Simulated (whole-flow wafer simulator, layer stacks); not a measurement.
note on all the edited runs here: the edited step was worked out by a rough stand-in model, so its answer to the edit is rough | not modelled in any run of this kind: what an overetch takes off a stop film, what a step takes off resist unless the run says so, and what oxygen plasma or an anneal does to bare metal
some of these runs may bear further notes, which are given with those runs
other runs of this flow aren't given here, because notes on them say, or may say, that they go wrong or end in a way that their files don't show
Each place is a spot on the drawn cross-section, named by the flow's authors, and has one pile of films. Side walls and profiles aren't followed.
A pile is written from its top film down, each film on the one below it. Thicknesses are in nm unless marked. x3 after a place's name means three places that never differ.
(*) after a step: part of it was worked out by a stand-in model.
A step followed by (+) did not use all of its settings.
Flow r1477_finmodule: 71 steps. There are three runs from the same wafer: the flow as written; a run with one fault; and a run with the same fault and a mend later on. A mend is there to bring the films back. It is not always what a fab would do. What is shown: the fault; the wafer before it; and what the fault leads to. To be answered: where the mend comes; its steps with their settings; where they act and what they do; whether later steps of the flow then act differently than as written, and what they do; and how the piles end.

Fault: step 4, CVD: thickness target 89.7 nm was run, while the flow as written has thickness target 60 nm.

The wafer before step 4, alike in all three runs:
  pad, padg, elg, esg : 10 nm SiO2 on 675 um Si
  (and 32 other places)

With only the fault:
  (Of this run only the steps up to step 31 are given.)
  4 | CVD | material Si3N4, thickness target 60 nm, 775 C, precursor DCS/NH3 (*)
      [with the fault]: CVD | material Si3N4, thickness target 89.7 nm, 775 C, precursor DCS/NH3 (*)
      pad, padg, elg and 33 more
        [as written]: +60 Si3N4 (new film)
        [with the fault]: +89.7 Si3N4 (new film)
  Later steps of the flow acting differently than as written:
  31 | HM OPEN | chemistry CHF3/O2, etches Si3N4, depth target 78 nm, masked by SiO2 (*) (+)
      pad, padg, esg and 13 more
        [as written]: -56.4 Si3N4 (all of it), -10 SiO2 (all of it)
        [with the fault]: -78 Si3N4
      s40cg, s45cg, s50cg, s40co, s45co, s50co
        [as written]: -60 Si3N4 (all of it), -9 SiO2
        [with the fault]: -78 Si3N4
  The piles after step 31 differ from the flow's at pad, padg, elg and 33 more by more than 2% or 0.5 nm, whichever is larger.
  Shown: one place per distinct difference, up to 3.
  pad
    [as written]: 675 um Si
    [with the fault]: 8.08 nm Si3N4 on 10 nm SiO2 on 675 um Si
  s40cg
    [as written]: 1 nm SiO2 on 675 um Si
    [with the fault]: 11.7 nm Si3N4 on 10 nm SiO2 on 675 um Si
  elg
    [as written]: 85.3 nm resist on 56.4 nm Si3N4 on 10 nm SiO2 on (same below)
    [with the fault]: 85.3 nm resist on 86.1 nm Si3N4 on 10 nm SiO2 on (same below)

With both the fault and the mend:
  The mend follows step 5.
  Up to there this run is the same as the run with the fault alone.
  5a | ETCH | chemistry h3po4, depth target 103.2 nm
      pad, padg, elg and 33 more
        -89.7 Si3N4 (all of it)
  5b | CLEAN | chemistry SC1/SC2 (the flow's step 2, run once more)
      alters no film at any place that is followed
  5c | CVD | material Si3N4, thickness target 60 nm, 775 C, precursor DCS/NH3 (*) (the flow's step 4, run once more)
      pad, padg, elg and 33 more
        +60 Si3N4 (new film)
  Later steps of the flow that are run all act as written at every place that is followed.
  The piles end the same as the flow's at every place that both follow.
